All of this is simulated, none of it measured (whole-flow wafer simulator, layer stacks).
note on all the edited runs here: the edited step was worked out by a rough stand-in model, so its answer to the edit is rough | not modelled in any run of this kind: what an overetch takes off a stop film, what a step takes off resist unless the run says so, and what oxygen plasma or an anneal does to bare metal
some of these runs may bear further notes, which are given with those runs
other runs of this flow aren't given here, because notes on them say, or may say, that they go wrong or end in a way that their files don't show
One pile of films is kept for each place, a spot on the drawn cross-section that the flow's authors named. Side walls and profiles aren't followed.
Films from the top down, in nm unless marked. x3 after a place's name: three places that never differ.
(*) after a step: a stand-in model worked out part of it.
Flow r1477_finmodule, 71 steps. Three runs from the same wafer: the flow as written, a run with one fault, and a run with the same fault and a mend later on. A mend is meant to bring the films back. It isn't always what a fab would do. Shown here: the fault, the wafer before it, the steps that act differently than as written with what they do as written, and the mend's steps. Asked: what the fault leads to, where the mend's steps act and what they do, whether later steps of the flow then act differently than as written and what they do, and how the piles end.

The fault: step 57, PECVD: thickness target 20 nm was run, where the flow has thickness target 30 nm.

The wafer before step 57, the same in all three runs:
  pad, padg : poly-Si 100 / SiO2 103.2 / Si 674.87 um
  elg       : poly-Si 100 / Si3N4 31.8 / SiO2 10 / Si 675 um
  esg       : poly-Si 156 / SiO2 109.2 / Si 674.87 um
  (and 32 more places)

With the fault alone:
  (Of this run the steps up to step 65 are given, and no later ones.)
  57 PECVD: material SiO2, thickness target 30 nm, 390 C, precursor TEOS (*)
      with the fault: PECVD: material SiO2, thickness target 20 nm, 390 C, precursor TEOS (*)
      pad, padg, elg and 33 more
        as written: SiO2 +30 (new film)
        with the fault: SiO2 +20 (new film)
  No later step of the flow up to step 65 acts differently than as written, at any place that is followed, by more than 2% or 0.5 nm, whichever is larger.
  After step 65 the piles differ from the flow's by more than 2% or 0.5 nm, whichever is larger, at pad, padg, elg and 33 more.
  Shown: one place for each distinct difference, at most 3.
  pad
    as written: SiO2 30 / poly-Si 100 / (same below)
    with the fault: SiO2 20 / poly-Si 100 / (same below)
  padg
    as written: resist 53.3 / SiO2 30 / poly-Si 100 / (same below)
    with the fault: resist 53.3 / SiO2 20 / poly-Si 100 / (same below)
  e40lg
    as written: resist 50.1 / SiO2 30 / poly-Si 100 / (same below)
    with the fault: resist 50.1 / SiO2 20 / poly-Si 100 / (same below)

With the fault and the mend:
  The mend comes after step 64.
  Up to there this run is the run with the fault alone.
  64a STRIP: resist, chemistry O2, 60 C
      padg, elg, esg
        resist -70 (all of it)
      e40lg, e100lg, e200lg
        resist -66.9 (all of it)
      s40sg, s45sg
        resist -91 (all of it)
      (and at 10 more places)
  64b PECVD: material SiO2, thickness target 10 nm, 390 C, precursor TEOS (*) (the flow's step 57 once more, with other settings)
      pad, padg, elg and 33 more
        SiO2 +10
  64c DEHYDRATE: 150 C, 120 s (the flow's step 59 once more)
      changes no film at any place that is followed
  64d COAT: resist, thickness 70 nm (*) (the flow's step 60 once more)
      e40lg, e100lg, e200lg, elo, e40lo, e100lo, e200lo
        resist +66.9 (new film)
      pad, padg, elg, esg
        resist +70 (new film)
      s40sg, s45sg, s40so, s45so
        resist +91 (new film)
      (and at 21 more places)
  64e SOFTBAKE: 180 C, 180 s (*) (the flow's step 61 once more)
      changes no film at any place that is followed
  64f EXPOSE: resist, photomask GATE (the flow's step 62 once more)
      changes no film at any place that is followed
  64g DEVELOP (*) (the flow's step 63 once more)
      elo, e40lo, e100lo, e200lo
        resist -66.9 (all of it)
      eso, e40so
        resist -129.5 (all of it)
      s40so, s45so
        resist -91 (all of it)
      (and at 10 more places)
  No later step of the flow acts differently than as written at any place that is followed.
  At the end the piles are the same as the flow's at every place that both follow.
